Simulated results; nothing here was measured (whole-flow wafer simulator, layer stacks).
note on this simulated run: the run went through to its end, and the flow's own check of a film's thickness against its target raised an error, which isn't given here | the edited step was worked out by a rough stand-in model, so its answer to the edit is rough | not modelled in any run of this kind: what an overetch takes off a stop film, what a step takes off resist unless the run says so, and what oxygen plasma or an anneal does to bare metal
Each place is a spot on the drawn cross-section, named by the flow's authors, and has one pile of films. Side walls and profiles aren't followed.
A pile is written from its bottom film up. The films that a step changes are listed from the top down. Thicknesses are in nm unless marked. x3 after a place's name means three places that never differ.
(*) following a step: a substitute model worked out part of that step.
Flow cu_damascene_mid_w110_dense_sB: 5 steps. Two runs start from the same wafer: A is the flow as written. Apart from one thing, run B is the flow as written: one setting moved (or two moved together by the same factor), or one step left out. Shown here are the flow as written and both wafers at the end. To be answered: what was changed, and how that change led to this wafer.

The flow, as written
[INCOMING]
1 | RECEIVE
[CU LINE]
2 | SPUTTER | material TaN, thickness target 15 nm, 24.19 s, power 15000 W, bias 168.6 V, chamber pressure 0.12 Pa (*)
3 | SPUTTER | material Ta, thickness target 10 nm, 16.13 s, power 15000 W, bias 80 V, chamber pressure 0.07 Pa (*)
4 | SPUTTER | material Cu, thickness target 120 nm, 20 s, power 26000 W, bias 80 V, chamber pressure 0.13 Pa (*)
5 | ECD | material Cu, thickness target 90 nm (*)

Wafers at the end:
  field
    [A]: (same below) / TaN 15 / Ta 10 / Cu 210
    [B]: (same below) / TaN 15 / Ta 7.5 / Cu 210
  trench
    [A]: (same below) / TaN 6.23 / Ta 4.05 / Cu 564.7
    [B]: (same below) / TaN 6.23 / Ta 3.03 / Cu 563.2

The reason: step 3, SPUTTER: thickness target 7.5 nm was run, while the flow as written has thickness target 10 nm; step 3, SPUTTER: 12.1 s was run, where the flow has 16.13 s.
One can read it off the wafer: field has Ta 7.5, and step 3 as written asks for 10 nm.

How this came from the change, step by step:
  3 | SPUTTER | material Ta, thickness target 10 nm, 16.13 s, power 15000 W, bias 80 V, chamber pressure 0.07 Pa (*)
      field: A Ta gains 10 (new film) | B Ta gains 7.5 (new film)
      trench: A Ta gains 4.05 (new film) | B Ta gains 3.03 (new film)
